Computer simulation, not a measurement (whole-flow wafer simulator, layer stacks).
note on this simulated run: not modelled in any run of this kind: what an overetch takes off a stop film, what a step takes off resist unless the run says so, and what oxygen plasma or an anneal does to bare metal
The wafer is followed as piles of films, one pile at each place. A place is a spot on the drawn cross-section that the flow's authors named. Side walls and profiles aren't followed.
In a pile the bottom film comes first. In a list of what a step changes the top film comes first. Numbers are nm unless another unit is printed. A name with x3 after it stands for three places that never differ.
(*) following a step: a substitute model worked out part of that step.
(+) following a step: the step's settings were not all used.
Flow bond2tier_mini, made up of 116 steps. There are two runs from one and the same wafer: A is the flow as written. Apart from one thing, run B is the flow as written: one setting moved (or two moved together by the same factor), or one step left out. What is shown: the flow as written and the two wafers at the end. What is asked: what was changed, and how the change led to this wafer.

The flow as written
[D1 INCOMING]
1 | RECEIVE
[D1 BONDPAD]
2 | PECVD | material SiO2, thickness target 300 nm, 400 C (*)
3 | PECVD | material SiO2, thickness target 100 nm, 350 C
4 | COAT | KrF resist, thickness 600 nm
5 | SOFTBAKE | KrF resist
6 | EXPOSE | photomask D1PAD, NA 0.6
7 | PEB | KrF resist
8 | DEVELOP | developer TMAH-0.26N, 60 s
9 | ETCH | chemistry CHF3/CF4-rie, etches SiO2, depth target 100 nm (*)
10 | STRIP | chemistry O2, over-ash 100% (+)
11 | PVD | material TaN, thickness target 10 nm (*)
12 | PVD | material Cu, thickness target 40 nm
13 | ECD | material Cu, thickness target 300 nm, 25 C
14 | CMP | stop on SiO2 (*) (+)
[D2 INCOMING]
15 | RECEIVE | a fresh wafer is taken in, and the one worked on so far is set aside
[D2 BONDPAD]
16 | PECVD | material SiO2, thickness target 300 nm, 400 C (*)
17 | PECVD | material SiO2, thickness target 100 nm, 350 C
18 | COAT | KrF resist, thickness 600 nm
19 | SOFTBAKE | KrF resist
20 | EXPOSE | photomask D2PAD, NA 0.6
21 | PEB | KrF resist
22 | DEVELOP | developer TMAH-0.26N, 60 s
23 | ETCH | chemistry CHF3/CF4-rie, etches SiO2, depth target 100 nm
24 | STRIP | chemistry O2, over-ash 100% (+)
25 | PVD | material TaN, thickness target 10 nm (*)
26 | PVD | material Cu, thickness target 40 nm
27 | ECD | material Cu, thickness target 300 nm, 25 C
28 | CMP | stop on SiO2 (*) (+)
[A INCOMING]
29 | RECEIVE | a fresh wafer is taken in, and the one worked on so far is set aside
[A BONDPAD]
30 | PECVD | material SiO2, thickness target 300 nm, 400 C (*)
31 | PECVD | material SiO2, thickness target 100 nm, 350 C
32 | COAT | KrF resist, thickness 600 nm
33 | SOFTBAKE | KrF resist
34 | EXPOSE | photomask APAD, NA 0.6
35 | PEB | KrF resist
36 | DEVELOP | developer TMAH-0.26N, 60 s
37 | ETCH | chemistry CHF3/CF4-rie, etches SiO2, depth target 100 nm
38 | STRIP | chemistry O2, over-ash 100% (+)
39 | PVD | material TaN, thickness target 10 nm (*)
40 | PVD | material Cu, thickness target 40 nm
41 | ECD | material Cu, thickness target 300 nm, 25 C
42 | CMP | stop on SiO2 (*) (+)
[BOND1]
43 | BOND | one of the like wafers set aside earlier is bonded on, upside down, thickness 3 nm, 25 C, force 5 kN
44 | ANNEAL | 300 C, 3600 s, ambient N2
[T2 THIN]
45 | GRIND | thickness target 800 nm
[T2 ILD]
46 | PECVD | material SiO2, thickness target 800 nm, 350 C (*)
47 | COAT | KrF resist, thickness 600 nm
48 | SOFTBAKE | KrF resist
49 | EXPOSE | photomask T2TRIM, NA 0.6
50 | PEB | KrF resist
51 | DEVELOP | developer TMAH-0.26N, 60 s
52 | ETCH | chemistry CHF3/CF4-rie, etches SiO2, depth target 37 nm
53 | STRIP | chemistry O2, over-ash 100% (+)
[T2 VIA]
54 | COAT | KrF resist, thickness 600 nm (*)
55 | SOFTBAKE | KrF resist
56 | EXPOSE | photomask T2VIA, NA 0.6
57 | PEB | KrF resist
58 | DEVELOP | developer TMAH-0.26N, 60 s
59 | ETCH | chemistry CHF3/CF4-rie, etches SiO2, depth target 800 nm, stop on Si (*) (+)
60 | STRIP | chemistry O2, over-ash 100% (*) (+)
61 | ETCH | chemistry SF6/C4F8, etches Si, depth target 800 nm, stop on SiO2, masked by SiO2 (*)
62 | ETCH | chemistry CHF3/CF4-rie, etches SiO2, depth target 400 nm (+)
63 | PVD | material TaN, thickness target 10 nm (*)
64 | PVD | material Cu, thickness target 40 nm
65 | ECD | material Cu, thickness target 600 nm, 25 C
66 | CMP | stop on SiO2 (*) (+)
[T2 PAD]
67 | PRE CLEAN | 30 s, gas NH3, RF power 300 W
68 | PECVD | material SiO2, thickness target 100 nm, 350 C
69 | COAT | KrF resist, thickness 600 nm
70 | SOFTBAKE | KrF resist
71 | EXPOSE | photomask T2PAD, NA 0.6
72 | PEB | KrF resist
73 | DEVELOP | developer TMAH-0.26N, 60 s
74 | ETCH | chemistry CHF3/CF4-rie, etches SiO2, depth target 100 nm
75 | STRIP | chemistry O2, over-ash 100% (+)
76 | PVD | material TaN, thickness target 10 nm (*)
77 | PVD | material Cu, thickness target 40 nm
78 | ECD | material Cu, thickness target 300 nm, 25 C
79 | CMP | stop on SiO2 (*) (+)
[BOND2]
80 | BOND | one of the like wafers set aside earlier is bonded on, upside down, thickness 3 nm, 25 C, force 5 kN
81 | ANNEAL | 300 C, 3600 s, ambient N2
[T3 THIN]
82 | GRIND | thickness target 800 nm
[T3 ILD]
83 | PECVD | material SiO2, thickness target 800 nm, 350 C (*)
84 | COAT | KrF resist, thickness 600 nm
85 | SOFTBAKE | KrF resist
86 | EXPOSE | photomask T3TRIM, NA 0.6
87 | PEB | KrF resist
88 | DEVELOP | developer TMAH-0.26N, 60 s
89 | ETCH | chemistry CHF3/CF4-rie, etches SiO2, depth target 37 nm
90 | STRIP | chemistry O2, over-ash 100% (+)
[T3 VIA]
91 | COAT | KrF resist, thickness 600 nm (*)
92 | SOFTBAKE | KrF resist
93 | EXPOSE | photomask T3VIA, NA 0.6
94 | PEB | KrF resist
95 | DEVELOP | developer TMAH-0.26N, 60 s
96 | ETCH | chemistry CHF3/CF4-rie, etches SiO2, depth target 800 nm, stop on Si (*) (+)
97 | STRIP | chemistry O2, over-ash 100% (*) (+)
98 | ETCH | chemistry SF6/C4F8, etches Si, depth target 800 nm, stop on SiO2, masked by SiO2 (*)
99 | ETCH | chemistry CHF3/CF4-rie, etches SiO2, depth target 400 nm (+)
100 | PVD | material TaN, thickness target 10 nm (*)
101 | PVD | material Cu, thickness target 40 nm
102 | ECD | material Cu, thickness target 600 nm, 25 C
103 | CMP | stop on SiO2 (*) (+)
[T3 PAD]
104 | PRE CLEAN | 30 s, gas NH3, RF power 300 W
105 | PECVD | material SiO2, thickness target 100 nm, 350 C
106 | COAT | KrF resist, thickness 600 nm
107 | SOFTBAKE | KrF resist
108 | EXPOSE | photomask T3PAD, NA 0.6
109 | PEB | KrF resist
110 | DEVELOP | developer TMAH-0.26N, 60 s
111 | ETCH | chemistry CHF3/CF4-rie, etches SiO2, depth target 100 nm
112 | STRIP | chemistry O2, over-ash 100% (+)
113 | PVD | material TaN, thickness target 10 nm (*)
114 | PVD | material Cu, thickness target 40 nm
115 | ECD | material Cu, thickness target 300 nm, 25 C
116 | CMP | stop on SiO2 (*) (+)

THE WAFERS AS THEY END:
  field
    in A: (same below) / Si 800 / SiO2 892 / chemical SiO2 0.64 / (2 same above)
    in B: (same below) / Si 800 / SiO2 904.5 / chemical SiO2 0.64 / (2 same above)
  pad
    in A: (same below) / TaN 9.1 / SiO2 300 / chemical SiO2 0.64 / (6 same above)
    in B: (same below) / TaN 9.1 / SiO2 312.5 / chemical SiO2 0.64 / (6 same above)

What caused this: step 17, PECVD: thickness target 112.5 nm was run, though the flow has thickness target 100 nm.

Step by step, how the change led to this:
  17 | PECVD | material SiO2, thickness target 100 nm, 350 C
      field, pad, via: A +100 SiO2 | B +112.5 SiO2
  80 | BOND | one of the like wafers set aside earlier is bonded on, upside down, thickness 3 nm, 25 C, force 5 kN
      field: A +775 um Si (new film), +0.64 chemical SiO2 (new film), +400 SiO2 | B +775 um Si (new film), +0.64 chemical SiO2 (new film), +412.5 SiO2
      pad: A +775 um Si (new film), +0.64 chemical SiO2 (new film), +300 SiO2 (new film), +9.1 TaN (new film), +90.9 Cu | B +775 um Si (new film), +0.64 chemical SiO2 (new film), +312.5 SiO2 (new film), +9.1 TaN (new film), +90.9 Cu
